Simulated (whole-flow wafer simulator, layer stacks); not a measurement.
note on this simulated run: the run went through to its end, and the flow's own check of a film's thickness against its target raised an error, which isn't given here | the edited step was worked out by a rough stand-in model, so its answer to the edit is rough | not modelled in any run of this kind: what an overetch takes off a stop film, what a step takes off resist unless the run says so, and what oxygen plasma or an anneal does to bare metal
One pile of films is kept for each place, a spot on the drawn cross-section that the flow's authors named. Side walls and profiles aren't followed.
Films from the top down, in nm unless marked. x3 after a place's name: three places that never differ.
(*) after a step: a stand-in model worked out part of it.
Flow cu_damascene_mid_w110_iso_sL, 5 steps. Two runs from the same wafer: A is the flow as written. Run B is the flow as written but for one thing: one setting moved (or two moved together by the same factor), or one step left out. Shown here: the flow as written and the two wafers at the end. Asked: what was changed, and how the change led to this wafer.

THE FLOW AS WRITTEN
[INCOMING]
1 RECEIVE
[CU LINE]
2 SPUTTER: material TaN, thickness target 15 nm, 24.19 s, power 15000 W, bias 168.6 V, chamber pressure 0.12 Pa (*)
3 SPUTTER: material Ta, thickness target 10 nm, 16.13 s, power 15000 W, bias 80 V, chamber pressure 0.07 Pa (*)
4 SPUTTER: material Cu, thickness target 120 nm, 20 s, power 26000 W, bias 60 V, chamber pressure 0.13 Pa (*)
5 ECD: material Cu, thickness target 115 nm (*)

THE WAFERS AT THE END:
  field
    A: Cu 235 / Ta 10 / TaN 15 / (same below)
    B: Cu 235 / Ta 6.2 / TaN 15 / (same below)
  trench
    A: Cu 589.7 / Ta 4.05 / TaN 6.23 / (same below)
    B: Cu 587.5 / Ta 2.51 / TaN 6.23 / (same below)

The cause: step 3, SPUTTER: thickness target 6.2 nm was run, where the flow has thickness target 10 nm; step 3, SPUTTER: 10.08 s was run, where the flow has 16.13 s.
It can be read off the wafer: field has Ta 6.2, and step 3 as written asks for 10 nm.

How the change led to this, step by step:
  3 SPUTTER: material Ta, thickness target 10 nm, 16.13 s, power 15000 W, bias 80 V, chamber pressure 0.07 Pa (*)
      field: A Ta +10 (new film) | B Ta +6.2 (new film)
      trench: A Ta +4.05 (new film) | B Ta +2.51 (new film)
